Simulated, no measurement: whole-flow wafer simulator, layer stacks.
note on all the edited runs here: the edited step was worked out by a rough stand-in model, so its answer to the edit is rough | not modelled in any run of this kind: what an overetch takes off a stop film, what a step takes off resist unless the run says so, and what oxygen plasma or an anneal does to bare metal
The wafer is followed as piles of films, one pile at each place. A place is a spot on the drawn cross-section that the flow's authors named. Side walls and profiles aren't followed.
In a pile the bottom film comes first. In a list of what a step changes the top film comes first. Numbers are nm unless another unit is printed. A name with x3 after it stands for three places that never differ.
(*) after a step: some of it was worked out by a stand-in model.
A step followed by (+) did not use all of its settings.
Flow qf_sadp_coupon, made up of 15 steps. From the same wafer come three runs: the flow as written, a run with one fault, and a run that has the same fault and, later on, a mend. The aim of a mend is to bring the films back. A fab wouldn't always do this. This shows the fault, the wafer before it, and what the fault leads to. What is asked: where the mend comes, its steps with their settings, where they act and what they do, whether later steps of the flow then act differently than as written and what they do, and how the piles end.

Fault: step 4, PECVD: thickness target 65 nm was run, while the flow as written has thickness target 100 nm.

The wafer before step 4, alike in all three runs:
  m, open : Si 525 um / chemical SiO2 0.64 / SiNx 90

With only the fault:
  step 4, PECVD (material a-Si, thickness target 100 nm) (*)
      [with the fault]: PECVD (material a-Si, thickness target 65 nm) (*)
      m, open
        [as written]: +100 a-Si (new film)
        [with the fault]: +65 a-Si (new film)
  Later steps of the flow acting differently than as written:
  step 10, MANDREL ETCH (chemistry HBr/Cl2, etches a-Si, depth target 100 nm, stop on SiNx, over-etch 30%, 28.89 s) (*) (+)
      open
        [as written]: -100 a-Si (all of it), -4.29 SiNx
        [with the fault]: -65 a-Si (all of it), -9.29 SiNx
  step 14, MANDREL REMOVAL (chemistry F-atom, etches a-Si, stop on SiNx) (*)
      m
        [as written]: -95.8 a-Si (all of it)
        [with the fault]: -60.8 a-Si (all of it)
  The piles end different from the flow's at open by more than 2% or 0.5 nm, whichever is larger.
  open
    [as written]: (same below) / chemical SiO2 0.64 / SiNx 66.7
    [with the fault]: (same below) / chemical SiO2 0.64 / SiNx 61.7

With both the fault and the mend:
  After step 4 comes the mend.
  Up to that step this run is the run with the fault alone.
  step 4a, PECVD (material a-Si, thickness target 35 nm) (*) (the flow's step 4 again, with other settings)
      m, open
        +35 a-Si
  None of the later steps of the flow acts differently than as written at any place that is followed.
  At every place that both follow, the piles at the end match the flow's.
